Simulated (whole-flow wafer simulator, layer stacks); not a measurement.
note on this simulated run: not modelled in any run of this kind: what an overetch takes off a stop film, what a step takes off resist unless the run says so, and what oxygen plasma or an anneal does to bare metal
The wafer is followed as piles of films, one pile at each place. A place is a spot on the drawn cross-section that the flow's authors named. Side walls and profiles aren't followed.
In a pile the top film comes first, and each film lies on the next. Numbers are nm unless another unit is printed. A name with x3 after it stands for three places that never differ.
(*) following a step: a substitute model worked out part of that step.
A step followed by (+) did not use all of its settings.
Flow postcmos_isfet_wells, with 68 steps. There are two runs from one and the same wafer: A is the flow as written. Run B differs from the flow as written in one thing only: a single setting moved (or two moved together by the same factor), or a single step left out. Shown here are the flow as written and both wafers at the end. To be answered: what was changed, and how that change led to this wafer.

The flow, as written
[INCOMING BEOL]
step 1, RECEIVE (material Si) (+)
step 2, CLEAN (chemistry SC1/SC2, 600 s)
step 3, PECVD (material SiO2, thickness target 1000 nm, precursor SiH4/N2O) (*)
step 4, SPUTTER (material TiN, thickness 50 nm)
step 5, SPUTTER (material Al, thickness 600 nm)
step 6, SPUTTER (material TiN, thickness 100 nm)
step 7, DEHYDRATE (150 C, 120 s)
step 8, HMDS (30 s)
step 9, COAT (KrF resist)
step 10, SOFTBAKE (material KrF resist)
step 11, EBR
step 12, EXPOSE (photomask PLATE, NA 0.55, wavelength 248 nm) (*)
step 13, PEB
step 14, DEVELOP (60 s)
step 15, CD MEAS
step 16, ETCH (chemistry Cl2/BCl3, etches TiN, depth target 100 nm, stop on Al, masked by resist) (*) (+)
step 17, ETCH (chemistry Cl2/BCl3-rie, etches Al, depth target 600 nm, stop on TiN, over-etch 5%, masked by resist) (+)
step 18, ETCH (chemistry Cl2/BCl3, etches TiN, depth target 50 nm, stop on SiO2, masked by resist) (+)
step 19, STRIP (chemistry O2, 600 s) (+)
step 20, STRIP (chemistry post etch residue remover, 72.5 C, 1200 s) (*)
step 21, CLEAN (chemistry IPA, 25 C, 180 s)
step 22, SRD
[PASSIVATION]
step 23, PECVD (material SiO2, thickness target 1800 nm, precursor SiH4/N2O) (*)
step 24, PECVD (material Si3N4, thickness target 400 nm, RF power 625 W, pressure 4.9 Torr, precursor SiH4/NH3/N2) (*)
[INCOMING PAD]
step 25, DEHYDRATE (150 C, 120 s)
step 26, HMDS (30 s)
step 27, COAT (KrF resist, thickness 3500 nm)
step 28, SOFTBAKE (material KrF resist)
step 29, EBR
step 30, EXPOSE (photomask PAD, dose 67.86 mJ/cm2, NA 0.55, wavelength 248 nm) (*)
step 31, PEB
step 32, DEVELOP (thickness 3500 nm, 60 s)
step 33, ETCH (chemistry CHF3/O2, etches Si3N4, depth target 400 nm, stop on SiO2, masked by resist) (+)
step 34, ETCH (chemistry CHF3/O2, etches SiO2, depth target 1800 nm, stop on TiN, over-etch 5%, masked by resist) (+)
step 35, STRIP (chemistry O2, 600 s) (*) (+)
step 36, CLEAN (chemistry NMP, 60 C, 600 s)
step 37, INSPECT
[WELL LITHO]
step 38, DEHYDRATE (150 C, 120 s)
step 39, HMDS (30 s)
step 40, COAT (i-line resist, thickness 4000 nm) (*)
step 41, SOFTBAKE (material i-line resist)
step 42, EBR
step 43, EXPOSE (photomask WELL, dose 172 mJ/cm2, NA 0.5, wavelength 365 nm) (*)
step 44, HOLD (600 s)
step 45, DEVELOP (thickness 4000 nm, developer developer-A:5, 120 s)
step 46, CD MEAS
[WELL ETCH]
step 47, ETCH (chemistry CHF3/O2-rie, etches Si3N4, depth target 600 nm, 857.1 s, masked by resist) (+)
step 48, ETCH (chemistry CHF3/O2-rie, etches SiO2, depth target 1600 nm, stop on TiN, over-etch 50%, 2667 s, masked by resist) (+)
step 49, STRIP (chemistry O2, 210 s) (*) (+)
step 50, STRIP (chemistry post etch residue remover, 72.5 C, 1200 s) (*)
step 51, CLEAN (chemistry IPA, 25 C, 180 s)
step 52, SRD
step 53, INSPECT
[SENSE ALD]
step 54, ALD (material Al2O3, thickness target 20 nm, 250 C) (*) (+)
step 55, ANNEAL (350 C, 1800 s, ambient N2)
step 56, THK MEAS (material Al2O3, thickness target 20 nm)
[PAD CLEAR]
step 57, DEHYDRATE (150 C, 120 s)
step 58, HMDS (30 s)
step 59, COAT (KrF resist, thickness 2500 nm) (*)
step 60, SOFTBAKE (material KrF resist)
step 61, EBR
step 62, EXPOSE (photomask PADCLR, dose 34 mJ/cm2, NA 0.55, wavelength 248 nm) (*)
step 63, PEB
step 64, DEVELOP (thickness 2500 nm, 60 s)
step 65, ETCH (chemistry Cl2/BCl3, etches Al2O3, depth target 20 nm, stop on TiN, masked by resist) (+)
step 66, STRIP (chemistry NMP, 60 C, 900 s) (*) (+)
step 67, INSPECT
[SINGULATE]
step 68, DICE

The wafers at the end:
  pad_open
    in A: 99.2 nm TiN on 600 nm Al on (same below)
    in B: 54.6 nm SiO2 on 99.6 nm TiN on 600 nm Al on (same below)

The reason: step 33, ETCH: depth target 348 nm was run, though the flow has depth target 400 nm.

How this came from the change, step by step:
  step 33, ETCH (chemistry CHF3/O2, etches Si3N4, depth target 400 nm, stop on SiO2, masked by resist) (+)
      pad_open: A Si3N4 loses 400 (all of it) | B Si3N4 loses 348
      field, margin, well900, well1300 x3, pad_rim, pad_clr: A KrF resist loses 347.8 | B KrF resist loses 302.6
  step 34, ETCH (chemistry CHF3/O2, etches SiO2, depth target 1800 nm, stop on TiN, over-etch 5%, masked by resist) (+)
      pad_open: A SiO2 loses 1800 (all of it) | B Si3N4 loses 52 (all of it), SiO2 loses 1745.4
  step 35, STRIP (chemistry O2, 600 s) (*) (+)
      field, margin, well900, well1300 x3, pad_rim, pad_clr: A KrF resist loses 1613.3 (all of it) | B KrF resist loses 1658.5 (all of it)
  step 41, SOFTBAKE (material i-line resist)
      pad_clr: A i-line resist loses 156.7 | B i-line resist loses 151.2
      pad_open: A i-line resist gains 115.3 | B i-line resist gains 112.9
